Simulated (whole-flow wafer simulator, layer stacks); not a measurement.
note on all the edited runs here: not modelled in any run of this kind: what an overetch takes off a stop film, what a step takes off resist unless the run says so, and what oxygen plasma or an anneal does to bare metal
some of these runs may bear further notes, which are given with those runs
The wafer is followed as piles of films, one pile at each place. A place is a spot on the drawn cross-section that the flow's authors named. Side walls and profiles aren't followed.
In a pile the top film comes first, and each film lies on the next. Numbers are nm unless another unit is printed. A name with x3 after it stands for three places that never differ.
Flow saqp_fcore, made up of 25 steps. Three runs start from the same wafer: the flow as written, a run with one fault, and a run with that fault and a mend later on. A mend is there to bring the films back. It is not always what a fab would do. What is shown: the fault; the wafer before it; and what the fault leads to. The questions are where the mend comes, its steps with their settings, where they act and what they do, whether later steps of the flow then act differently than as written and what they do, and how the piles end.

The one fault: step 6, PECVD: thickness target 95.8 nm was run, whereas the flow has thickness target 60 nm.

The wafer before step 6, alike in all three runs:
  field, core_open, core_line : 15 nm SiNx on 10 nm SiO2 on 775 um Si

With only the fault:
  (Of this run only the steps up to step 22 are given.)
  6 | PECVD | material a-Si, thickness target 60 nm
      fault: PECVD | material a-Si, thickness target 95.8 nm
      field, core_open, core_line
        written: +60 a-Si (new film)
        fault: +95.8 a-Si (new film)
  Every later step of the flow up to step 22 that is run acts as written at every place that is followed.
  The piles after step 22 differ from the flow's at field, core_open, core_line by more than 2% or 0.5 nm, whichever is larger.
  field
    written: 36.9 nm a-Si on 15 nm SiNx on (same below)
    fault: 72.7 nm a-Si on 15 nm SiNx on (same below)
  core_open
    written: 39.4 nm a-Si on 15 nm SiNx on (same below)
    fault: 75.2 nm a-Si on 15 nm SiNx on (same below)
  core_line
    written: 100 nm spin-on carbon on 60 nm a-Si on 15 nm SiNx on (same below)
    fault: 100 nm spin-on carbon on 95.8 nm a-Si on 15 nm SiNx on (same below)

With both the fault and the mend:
  The mend follows step 7.
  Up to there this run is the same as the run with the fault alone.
  7a | ETCH | chemistry tmah, depth target 110.2 nm
      field, core_open, core_line
        -95.8 a-Si (all of it)
  7b | PECVD | material a-Si, thickness target 60 nm (the flow's step 6 again)
      field, core_open, core_line
        +60 a-Si (new film)
  Every later step of the flow that is run acts as written at every place that is followed.
  By the end, the piles equal the flow's at every place that both follow.
